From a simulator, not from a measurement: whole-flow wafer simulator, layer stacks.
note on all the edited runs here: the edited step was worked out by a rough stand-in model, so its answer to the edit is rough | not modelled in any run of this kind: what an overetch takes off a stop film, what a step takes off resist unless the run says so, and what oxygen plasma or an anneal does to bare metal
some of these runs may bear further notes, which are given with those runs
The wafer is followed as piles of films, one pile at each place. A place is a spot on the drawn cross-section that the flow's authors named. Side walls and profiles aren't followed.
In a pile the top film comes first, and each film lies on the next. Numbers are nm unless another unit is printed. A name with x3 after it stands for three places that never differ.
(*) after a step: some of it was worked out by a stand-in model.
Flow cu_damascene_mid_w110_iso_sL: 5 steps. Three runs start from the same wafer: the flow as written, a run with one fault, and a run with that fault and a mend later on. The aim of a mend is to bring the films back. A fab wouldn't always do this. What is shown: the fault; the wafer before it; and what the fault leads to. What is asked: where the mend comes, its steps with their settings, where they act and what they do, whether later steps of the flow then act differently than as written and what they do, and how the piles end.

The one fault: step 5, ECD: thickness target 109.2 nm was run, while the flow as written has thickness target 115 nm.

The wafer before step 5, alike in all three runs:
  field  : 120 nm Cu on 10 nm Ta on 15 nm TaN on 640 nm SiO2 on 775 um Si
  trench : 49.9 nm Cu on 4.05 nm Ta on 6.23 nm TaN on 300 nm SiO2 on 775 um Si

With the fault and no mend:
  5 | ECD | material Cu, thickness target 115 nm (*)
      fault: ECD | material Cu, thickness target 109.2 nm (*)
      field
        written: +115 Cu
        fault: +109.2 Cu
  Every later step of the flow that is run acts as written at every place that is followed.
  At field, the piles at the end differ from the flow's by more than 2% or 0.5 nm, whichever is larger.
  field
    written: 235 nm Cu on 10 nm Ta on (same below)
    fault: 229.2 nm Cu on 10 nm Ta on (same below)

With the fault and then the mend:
  After step 5 comes the mend.
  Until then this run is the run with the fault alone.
  5a | ECD | material Cu, thickness target 5.8 nm (a further turn of the flow's step 5, with different settings)
      field, trench
        +5.8 Cu
  Every later step of the flow that is run acts as written at every place that is followed.
  The piles end the same as the flow's at every place that both follow.
